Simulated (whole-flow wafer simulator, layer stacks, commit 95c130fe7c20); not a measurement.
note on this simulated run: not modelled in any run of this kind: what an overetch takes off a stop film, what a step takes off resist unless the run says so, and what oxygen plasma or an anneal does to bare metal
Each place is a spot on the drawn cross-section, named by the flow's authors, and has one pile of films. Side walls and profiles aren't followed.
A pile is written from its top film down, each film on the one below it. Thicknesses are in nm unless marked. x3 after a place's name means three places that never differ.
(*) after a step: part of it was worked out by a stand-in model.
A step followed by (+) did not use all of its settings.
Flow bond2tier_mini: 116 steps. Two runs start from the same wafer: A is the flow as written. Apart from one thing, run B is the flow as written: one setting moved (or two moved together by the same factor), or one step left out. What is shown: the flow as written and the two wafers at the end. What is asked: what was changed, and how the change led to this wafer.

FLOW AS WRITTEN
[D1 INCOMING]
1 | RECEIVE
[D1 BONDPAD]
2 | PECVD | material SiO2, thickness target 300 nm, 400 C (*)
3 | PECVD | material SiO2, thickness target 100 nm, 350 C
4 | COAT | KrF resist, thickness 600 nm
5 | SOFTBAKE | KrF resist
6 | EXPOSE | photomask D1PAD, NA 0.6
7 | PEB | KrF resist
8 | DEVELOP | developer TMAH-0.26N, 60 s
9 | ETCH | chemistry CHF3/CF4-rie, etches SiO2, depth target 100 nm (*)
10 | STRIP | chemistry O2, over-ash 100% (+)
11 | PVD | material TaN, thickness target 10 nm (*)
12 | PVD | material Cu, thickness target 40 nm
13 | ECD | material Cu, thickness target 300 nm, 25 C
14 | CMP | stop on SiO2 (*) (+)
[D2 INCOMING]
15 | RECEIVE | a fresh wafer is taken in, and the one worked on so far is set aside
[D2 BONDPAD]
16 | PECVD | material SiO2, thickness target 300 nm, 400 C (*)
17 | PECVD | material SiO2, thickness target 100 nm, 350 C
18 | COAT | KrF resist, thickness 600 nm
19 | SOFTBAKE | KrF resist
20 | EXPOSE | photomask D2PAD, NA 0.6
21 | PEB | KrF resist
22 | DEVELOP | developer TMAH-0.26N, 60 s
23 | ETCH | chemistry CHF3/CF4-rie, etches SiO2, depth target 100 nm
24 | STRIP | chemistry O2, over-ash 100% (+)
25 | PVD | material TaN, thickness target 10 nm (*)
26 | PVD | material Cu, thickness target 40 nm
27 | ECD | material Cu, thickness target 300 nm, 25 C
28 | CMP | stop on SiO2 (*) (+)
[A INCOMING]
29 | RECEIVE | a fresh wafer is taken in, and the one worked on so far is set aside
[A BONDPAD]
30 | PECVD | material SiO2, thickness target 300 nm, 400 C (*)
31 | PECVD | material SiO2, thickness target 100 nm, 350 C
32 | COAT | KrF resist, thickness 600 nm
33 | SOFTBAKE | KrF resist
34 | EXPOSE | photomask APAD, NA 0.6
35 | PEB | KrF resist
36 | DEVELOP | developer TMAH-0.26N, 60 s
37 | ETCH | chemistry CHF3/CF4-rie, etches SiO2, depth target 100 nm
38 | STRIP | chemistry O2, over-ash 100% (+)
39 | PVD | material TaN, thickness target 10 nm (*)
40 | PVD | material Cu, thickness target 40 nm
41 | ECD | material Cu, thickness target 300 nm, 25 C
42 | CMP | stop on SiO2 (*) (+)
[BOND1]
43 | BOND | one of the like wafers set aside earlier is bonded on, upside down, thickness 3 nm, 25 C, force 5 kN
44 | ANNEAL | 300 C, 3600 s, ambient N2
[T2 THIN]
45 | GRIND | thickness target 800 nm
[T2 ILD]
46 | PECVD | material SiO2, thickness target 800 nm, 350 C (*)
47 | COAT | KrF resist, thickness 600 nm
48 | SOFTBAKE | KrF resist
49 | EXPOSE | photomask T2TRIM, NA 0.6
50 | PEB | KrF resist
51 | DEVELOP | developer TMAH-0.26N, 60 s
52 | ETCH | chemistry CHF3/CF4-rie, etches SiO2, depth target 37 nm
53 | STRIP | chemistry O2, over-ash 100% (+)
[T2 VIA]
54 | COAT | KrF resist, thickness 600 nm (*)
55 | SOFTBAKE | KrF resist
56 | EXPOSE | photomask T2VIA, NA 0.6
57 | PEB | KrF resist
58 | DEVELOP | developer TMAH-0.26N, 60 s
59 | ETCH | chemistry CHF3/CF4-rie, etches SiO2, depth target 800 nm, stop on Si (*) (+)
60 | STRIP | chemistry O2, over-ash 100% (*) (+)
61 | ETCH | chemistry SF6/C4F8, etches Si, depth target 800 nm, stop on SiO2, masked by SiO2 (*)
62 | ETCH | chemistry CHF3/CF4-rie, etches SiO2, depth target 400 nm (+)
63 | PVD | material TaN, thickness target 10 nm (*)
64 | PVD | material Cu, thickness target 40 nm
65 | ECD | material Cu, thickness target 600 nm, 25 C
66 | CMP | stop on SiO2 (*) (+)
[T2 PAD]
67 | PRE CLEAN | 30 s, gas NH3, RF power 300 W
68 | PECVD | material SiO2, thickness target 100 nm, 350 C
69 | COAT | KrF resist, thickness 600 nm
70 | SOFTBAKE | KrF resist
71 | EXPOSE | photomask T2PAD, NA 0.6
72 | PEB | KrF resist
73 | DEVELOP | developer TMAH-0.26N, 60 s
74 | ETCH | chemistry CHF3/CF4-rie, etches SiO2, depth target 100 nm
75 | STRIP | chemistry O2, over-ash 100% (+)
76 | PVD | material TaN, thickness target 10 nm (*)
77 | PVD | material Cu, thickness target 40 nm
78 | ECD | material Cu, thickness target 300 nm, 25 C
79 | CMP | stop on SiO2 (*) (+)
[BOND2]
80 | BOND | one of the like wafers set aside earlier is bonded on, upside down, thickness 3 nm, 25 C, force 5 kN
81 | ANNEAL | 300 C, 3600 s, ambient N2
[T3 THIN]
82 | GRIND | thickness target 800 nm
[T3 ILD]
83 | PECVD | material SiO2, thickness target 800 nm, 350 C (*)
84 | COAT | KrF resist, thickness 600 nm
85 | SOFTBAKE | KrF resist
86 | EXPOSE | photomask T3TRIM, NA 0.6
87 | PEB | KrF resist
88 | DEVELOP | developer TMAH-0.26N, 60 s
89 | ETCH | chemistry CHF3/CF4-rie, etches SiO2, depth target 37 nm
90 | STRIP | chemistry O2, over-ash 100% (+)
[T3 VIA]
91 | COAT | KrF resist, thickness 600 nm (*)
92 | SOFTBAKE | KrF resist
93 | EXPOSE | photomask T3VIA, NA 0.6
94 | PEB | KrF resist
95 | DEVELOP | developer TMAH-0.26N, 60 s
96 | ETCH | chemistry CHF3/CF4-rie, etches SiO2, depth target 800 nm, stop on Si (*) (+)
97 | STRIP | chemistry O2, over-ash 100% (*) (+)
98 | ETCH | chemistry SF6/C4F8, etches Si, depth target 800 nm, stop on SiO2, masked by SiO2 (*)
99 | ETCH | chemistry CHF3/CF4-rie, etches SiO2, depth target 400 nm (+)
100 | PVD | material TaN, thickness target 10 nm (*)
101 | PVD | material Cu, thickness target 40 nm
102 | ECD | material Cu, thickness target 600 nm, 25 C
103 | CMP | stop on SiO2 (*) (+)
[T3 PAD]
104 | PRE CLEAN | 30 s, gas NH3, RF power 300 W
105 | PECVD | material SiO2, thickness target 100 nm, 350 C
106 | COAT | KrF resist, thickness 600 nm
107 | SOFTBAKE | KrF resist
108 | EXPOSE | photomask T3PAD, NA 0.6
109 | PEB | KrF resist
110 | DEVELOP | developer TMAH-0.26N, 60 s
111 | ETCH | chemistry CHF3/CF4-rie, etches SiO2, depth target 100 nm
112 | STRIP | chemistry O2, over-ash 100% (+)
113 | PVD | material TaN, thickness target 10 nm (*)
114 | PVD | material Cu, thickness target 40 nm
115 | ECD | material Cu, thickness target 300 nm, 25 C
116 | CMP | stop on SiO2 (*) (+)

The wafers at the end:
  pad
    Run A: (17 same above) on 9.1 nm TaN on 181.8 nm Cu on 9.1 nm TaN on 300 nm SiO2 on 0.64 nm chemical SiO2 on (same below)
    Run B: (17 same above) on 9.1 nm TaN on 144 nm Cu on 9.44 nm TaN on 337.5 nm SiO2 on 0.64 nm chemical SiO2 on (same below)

Cause: step 37, ETCH: depth target 62.5 nm was run, while the flow as written has depth target 100 nm.

Step by step, how the change led to this:
  37 | ETCH | chemistry CHF3/CF4-rie, etches SiO2, depth target 100 nm
      pad, via: A -100 SiO2 | B -62.5 SiO2
      field: A -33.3 KrF resist | B -20.8 KrF resist
  38 | STRIP | chemistry O2, over-ash 100% (+)
      field: A -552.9 KrF resist (all of it) | B -565.4 KrF resist (all of it)
  40 | PVD | material Cu, thickness target 40 nm
      pad: A +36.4 Cu (new film) | B +37.7 Cu (new film)
  41 | ECD | material Cu, thickness target 300 nm, 25 C
      pad: A +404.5 Cu | B +365.3 Cu
      via: A +400.2 Cu | B +362.5 Cu
